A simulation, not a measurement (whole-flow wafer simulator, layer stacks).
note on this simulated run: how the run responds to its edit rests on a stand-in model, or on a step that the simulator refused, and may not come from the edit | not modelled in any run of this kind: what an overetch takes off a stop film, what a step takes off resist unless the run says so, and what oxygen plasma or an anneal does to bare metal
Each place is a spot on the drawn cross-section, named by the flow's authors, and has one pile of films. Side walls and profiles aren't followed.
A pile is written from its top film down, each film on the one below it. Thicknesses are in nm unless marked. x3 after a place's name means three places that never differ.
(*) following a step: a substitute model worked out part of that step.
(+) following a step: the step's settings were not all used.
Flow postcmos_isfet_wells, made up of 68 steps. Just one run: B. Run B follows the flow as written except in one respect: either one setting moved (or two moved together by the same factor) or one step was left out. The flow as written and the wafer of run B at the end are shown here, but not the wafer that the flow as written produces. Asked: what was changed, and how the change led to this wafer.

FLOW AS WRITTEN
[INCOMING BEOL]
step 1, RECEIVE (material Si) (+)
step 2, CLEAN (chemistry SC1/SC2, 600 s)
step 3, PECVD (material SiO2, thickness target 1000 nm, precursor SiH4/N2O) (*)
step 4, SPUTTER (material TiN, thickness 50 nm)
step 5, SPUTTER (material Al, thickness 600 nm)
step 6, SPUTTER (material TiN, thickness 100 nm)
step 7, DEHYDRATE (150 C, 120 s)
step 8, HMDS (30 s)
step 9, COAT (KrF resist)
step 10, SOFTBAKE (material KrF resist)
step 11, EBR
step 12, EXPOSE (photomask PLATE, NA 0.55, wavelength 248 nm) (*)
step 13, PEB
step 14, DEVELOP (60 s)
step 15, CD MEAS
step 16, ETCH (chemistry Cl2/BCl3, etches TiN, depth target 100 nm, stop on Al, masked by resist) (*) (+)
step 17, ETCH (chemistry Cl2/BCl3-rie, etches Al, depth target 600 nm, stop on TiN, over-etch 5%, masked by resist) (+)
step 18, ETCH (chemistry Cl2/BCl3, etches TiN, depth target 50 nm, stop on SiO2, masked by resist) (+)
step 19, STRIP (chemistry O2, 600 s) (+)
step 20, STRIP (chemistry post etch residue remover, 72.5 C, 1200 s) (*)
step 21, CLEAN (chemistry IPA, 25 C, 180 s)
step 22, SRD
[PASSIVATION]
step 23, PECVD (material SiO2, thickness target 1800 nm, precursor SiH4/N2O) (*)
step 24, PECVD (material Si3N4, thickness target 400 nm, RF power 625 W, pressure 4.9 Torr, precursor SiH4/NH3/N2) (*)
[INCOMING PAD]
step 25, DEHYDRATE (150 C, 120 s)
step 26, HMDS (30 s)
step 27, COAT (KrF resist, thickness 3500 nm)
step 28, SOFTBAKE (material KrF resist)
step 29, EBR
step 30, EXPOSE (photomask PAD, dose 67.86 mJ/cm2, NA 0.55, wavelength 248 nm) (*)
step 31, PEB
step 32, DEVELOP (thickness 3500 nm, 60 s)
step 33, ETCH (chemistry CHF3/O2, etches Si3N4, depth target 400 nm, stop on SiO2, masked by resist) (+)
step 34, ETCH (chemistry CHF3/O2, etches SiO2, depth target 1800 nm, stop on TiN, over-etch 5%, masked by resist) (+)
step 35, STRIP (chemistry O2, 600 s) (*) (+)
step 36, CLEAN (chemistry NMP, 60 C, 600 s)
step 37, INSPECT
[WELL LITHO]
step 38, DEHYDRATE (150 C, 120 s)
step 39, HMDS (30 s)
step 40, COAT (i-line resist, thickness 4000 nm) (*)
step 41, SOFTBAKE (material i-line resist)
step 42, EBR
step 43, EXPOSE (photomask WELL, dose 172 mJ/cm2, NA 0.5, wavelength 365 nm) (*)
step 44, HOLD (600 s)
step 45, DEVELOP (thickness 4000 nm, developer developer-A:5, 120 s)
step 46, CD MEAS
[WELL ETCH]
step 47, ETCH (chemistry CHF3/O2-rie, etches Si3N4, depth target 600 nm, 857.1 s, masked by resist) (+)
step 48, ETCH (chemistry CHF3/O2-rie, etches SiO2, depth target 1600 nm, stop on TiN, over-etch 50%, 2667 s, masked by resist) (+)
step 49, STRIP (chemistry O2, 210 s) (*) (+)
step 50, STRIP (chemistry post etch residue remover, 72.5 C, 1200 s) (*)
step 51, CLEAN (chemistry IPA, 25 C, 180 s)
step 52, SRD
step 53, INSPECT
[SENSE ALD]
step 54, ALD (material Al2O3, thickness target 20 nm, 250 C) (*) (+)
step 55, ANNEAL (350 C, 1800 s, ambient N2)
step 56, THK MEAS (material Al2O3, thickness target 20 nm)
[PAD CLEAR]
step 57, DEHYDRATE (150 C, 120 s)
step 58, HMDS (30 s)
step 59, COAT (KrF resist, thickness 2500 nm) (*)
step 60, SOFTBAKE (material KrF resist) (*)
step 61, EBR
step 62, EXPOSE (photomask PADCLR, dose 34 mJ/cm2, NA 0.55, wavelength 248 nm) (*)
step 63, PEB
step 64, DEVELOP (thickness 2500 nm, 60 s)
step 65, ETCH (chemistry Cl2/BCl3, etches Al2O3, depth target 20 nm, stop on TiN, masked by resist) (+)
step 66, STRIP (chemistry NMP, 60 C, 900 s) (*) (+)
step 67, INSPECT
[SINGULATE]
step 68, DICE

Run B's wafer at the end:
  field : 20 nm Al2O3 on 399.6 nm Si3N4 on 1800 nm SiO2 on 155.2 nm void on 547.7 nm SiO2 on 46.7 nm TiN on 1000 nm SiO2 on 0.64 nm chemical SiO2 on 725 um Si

What caused this: step 17, ETCH: depth target 487.7 nm was run, while the flow as written has depth target 600 nm.

The path from the change to this, step by step:
  step 17, ETCH (chemistry Cl2/BCl3-rie, etches Al, depth target 600 nm, stop on TiN, over-etch 5%, masked by resist) (+)
      field: Al loses 487.7 (as written it would have been: Al loses 600 (all of it))
      margin, well900, well1300, well2000, well3000, pad_rim, pad_clr, pad_open: KrF resist loses 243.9 (as written it would have been: KrF resist loses 300)
  step 18, ETCH (chemistry Cl2/BCl3, etches TiN, depth target 50 nm, stop on SiO2, masked by resist) (+)
      field: Al loses 112.3 (all of it), TiN loses 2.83 (as written it would have been: TiN loses 50 (all of it))
  step 19, STRIP (chemistry O2, 600 s) (+)
      margin, well900, well1300, well2000, well3000, pad_rim, pad_clr, pad_open: KrF resist loses 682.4 (all of it) (as written it would have been: KrF resist loses 626.3 (all of it))
  step 23, PECVD (material SiO2, thickness target 1800 nm, precursor SiH4/N2O) (*)
      field: SiO2 gains 1800 (new film), void gains 155.2 (new film), SiO2 gains 547.7 (new film) (as written it would have been: SiO2 gains 1800 (new film), void gains 189.9 (new film), SiO2 gains 559.7)
With metal films that touch counted as one body, field has 1 body; the flow as written gives 0 bodies.
